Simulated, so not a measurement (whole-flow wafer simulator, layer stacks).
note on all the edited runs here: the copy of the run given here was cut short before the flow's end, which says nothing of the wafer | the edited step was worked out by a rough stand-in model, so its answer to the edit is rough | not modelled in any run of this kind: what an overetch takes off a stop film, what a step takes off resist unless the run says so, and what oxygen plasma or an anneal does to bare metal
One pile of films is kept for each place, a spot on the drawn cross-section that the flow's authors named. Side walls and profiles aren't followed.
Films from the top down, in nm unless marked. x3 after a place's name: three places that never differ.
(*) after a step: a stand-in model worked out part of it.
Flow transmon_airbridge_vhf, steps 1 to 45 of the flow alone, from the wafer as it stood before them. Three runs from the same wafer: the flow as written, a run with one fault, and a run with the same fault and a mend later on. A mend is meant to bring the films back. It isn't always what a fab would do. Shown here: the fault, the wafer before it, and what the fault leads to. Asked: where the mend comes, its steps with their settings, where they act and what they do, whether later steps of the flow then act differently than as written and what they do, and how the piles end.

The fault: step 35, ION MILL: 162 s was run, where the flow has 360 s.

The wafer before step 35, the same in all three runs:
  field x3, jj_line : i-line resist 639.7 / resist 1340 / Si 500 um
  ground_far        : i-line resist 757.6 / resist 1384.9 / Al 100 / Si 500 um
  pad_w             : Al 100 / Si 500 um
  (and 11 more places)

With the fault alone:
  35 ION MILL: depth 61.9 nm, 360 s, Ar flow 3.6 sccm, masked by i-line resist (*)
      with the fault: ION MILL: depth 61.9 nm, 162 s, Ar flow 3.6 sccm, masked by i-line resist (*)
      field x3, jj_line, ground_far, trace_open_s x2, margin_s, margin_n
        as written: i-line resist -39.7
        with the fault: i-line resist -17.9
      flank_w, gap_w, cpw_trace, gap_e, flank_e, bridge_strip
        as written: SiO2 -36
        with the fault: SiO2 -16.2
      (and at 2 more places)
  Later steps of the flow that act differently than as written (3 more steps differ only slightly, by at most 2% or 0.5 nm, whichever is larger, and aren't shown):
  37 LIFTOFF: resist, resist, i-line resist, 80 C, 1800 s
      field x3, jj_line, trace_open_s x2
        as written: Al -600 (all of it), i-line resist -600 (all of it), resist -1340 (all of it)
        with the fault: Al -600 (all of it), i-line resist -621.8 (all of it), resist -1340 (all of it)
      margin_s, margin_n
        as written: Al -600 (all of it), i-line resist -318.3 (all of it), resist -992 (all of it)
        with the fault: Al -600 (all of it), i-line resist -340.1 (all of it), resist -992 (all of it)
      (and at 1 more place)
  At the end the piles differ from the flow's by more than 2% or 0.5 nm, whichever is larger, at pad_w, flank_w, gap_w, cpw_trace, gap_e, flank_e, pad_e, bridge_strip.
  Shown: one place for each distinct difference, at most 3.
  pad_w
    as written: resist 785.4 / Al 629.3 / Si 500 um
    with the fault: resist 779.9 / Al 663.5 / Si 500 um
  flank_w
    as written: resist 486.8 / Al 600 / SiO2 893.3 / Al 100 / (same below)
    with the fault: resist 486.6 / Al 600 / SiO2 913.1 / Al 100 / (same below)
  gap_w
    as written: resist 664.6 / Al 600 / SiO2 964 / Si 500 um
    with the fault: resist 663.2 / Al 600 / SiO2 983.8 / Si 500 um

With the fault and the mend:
  The mend comes after step 35.
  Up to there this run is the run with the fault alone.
  35a ION MILL: depth 61.9 nm, 198 s, Ar flow 3.6 sccm, masked by i-line resist (*) (the flow's step 35 once more, with other settings)
      field x3, jj_line, ground_far, trace_open_s x2, margin_s, margin_n
        i-line resist -21.9
      flank_w, gap_w, cpw_trace, gap_e, flank_e, bridge_strip
        SiO2 -19.8
      pad_w, pad_e
        Al -34.1
  No later step of the flow acts differently than as written at any place that is followed.
  At the end the piles are the same as the flow's at every place that both follow.
